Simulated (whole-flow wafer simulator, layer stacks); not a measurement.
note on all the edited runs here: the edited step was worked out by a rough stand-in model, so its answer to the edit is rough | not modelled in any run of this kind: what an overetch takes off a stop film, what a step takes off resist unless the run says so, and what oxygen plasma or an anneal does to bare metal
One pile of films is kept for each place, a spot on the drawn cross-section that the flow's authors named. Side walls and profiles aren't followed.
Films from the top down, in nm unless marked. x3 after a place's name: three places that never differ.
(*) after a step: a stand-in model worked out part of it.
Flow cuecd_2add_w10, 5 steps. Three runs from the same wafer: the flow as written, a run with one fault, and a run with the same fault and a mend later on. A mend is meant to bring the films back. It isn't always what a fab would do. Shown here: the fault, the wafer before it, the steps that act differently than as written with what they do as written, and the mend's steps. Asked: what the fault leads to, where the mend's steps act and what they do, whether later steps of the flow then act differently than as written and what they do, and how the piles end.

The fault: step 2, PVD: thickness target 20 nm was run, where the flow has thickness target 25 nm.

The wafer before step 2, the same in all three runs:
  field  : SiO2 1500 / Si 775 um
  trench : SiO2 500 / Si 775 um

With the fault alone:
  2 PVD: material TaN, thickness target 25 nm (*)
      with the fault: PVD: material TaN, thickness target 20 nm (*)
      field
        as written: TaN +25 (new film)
        with the fault: TaN +20 (new film)
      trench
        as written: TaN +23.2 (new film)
        with the fault: TaN +18.5 (new film)
  No later step of the flow acts differently than as written at any place that is followed.
  At the end the piles differ from the flow's by more than 2% or 0.5 nm, whichever is larger, at field, trench.
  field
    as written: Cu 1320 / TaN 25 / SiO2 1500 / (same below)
    with the fault: Cu 1320 / TaN 20 / SiO2 1500 / (same below)
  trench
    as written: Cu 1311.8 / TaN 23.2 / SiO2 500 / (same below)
    with the fault: Cu 1311.8 / TaN 18.5 / SiO2 500 / (same below)

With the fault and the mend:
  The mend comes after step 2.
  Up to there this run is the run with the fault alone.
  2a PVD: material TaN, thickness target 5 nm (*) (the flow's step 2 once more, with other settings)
      field
        TaN +5
      trench
        TaN +4.64
  No later step of the flow acts differently than as written at any place that is followed.
  At the end the piles are the same as the flow's at every place that both follow.
